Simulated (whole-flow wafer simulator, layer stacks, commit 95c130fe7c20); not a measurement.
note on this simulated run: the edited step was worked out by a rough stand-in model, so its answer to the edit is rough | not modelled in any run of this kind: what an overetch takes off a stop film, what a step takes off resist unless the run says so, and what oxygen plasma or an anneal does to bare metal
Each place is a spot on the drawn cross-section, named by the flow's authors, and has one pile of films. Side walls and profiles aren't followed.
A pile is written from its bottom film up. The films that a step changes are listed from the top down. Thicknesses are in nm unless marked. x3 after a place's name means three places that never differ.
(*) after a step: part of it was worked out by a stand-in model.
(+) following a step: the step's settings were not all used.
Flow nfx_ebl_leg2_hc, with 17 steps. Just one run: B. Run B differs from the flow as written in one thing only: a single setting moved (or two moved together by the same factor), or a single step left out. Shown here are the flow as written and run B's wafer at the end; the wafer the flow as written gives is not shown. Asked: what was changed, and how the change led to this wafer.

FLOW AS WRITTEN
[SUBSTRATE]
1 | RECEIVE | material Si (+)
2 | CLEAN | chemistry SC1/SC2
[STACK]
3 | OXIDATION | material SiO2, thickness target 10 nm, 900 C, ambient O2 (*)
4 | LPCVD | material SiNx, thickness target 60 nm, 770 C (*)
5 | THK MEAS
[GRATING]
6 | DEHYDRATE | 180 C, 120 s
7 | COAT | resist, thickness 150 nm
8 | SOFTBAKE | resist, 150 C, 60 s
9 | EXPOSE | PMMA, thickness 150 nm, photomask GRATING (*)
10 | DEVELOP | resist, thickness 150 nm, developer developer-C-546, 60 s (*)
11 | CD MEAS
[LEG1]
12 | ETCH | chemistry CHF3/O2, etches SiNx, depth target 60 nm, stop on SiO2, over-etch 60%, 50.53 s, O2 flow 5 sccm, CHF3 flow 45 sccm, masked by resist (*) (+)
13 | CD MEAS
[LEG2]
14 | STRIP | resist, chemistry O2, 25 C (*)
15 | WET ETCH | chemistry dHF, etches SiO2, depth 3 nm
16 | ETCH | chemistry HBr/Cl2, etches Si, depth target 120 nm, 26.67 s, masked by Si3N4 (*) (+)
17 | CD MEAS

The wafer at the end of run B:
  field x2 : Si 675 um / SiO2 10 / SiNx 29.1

The reason: step 4, LPCVD: thickness target 40.5 nm was run, whereas the flow has thickness target 60 nm.

Step by step, how the change led to this:
  4 | LPCVD | material SiNx, thickness target 60 nm, 770 C (*)
      field x2, pad x2: SiNx gains 40.5 (new film) (it would be, as written: SiNx gains 60 (new film))
  12 | ETCH | chemistry CHF3/O2, etches SiNx, depth target 60 nm, stop on SiO2, over-etch 60%, 50.53 s, O2 flow 5 sccm, CHF3 flow 45 sccm, masked by resist (*) (+)
      pad x2: SiNx loses 40.5 (all of it), SiO2 loses 10 (all of it) (it would be, as written: SiNx loses 60 (all of it), SiO2 loses 10 (all of it))
